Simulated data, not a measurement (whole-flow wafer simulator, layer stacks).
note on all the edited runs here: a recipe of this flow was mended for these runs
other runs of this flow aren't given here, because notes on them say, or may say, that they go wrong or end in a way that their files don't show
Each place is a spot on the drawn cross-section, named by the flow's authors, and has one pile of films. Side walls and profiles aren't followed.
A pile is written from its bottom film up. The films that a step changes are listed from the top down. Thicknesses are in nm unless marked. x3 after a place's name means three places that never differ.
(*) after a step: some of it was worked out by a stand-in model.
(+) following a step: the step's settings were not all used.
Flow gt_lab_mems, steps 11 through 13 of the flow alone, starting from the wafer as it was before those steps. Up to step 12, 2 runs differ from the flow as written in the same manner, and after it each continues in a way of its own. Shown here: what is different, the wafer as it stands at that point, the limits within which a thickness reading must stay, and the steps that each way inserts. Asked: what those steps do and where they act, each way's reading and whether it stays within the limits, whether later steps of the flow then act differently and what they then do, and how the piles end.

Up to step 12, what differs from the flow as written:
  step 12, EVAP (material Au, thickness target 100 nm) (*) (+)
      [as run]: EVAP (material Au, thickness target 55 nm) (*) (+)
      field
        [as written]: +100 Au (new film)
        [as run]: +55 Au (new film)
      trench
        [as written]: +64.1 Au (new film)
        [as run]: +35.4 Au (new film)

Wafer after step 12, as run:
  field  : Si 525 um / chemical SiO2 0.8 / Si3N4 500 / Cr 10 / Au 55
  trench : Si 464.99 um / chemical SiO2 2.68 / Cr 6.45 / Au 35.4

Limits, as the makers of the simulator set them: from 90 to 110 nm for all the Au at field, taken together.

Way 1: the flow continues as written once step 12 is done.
  After step 12, the reading is 55 nm, outside the limits.
  None of the later steps of the flow acts differently than as written at any place that is followed.
  At field, trench, the piles at the end differ from the flow's by more than 2% or 0.5 nm, whichever is larger.
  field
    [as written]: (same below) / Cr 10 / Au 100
    [this way]: (same below) / Cr 10 / Au 55
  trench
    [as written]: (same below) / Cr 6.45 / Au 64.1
    [this way]: (same below) / Cr 6.45 / Au 35.4

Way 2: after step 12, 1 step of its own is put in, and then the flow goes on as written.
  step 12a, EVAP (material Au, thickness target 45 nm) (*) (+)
      field
        +45 Au
      trench
        +29 Au
  After step 12a, the reading is 100 nm, within the limits.
  None of the later steps of the flow acts differently than as written at any place that is followed.
  The piles end only slightly different from the flow's at the places that both follow, by no more than 2% or 0.5 nm, whichever is larger.

Inside the limits: way 2. Outside the limits: way 1.
